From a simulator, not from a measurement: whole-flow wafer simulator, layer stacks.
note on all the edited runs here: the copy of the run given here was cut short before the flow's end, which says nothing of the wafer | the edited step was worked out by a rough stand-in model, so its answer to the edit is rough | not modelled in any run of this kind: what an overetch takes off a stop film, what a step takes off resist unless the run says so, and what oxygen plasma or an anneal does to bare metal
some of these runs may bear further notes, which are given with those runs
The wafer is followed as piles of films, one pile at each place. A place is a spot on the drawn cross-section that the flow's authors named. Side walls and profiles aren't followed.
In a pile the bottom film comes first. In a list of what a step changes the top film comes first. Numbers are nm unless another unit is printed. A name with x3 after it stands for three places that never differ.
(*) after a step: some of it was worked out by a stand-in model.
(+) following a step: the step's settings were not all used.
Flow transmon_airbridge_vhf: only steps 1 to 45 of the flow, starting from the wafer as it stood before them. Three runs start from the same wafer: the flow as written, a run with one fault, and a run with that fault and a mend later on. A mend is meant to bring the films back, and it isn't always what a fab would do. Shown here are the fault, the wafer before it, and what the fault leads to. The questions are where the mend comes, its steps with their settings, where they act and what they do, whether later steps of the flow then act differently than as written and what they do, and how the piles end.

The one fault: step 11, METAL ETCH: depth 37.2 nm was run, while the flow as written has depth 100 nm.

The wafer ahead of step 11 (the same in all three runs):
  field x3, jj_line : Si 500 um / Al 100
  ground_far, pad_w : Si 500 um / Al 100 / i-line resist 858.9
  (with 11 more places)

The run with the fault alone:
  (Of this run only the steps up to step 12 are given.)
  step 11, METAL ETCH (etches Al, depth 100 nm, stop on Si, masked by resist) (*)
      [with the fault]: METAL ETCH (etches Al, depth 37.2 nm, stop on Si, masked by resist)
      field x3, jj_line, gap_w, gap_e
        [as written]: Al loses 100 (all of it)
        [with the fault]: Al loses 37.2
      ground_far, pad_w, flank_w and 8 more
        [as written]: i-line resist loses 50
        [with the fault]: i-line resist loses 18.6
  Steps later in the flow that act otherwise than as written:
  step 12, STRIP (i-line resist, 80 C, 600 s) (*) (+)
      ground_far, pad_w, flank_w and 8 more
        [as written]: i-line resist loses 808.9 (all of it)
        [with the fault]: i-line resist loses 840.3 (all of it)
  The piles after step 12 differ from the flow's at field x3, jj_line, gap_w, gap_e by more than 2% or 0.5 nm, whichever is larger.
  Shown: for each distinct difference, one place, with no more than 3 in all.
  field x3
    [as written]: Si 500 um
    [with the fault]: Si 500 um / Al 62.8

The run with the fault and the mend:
  The mend stands after step 12.
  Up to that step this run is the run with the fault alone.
  step 12a, COAT (i-line resist, thickness 900 nm) (*) (a further turn of the flow's step 6)
      field x3, jj_line, trace_open_s x2, margin_s, bridge_strip, margin_n
        i-line resist gains 900 (new film)
      pad_w, pad_e
        i-line resist gains 895.4 (new film)
      flank_w, flank_e
        i-line resist gains 891.3 (new film)
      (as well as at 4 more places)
  step 12b, SOFTBAKE (i-line resist, 90 C, 90 s) (a further turn of the flow's step 7)
      flank_w, flank_e
        i-line resist loses 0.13
  step 12c, EXPOSE (i-line resist, thickness 900 nm, photomask AB CPW, dose 155.4 mJ/cm2, NA 0.45, wavelength 365 nm) (*) (a further turn of the flow's step 8)
      leaves every film unchanged at each place that is followed
  step 12d, PEB (i-line resist, 110 C, 60 s) (a further turn of the flow's step 9)
      field x3, jj_line, trace_open_s x2, margin_s, bridge_strip, margin_n
        i-line resist loses 41
      pad_w, cpw_trace, pad_e
        i-line resist loses 40.8
      flank_w, flank_e
        i-line resist loses 40.6
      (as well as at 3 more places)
  step 12e, DEVELOP (i-line resist, thickness 900 nm, developer developer-B, 60 s) (a further turn of the flow's step 10)
      cpw_trace, trace_open_s x2, margin_s, bridge_strip, margin_n
        i-line resist loses 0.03
      field x3, jj_line
        i-line resist loses 859 (all of it)
      gap_w, gap_e
        i-line resist loses 878.4 (all of it)
  step 12f, METAL ETCH (etches Al, depth 62.8 nm, stop on Si, masked by resist) (*) (a further turn of the flow's step 11, with different settings)
      ground_far, pad_w, flank_w and 8 more
        i-line resist loses 31.4
      field x3, jj_line, gap_w, gap_e
        Al loses 62.8 (all of it)
  step 12g, STRIP (i-line resist, 80 C, 600 s) (*) (+) (a further turn of the flow's step 12)
      trace_open_s x2, margin_s, bridge_strip, margin_n
        i-line resist loses 827.5 (all of it)
      pad_w, pad_e
        i-line resist loses 823.2 (all of it)
      flank_w, flank_e
        i-line resist loses 819.1 (all of it)
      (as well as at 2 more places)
  Every later step of the flow that is run acts as written at every place that is followed.
  The piles end the same as the flow's at every place that both follow.
